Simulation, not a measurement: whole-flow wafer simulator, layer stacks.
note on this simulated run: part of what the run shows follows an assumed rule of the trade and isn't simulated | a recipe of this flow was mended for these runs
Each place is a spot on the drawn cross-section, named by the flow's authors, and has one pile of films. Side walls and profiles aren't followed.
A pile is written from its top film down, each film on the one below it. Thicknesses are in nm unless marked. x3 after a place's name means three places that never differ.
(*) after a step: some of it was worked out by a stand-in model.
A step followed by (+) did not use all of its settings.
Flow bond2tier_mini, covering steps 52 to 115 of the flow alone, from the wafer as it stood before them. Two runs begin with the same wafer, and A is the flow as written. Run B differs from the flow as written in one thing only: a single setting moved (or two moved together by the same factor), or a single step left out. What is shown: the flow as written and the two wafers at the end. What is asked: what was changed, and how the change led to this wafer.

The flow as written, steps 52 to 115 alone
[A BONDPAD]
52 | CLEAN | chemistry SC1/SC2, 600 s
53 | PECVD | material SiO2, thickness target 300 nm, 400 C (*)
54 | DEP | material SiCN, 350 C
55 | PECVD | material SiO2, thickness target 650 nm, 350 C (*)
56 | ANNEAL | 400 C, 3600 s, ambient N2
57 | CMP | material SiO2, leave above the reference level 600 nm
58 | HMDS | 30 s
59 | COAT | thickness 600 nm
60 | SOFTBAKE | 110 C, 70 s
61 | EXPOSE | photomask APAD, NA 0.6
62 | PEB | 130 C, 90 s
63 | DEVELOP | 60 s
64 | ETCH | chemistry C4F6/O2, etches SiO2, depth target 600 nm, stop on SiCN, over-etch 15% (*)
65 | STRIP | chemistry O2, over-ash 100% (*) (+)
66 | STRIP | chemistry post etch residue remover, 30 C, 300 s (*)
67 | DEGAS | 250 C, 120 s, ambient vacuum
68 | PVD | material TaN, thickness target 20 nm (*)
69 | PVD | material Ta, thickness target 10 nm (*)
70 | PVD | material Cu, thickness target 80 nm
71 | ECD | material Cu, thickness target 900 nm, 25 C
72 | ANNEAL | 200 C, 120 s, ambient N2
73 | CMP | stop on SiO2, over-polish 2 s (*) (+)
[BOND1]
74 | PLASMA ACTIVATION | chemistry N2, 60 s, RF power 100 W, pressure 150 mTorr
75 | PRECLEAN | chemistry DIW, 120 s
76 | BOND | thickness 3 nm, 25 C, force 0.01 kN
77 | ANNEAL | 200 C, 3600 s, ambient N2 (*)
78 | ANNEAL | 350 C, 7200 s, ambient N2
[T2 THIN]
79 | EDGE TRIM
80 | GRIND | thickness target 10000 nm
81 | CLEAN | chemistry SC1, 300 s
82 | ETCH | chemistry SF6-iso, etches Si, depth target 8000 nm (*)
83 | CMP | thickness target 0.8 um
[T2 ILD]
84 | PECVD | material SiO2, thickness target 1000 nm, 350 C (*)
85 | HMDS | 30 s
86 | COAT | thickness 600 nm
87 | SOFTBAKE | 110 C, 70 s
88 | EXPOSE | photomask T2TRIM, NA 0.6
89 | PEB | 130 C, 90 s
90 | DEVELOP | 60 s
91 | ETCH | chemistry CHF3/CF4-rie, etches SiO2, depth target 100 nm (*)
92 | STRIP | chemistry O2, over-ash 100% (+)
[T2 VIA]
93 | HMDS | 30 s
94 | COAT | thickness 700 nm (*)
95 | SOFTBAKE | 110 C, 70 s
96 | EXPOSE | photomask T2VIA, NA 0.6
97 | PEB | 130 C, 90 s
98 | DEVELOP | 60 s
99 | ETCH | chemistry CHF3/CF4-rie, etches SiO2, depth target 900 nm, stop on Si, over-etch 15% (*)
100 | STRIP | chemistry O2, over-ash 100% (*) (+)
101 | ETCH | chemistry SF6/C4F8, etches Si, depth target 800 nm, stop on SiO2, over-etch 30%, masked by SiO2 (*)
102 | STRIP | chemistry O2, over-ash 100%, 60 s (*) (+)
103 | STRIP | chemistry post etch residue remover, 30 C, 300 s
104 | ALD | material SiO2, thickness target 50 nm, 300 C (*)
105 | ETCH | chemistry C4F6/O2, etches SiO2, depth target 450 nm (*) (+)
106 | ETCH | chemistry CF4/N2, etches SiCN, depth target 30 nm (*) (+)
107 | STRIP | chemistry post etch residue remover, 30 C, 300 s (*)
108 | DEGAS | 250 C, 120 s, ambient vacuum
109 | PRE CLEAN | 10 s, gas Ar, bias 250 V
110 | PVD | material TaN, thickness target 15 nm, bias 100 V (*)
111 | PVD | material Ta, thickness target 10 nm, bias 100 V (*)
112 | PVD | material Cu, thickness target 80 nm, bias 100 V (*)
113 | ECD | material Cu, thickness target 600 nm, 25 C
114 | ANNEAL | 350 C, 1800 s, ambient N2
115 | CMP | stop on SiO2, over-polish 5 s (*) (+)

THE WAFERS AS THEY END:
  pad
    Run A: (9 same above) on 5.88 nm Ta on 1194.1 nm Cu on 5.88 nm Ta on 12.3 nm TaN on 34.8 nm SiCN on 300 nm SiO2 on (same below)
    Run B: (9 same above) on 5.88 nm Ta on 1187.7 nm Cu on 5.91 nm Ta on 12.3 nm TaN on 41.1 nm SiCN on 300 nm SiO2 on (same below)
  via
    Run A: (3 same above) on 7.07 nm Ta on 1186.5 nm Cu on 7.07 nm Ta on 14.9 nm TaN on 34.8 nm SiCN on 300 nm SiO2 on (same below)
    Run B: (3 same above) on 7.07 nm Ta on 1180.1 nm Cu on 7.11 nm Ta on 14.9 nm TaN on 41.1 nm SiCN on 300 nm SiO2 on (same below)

What caused this: step 64, ETCH: over-etch 8.81% was run, though the flow has over-etch 15%.

Step by step, how the change led to this:
  64 | ETCH | chemistry C4F6/O2, etches SiO2, depth target 600 nm, stop on SiCN, over-etch 15% (*)
      pad, via: A SiO2 loses 600 (all of it), SiCN loses 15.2 | B SiO2 loses 600 (all of it), SiCN loses 8.91
      field: A thick-KrF-resist loses 115 | B thick-KrF-resist loses 108.8
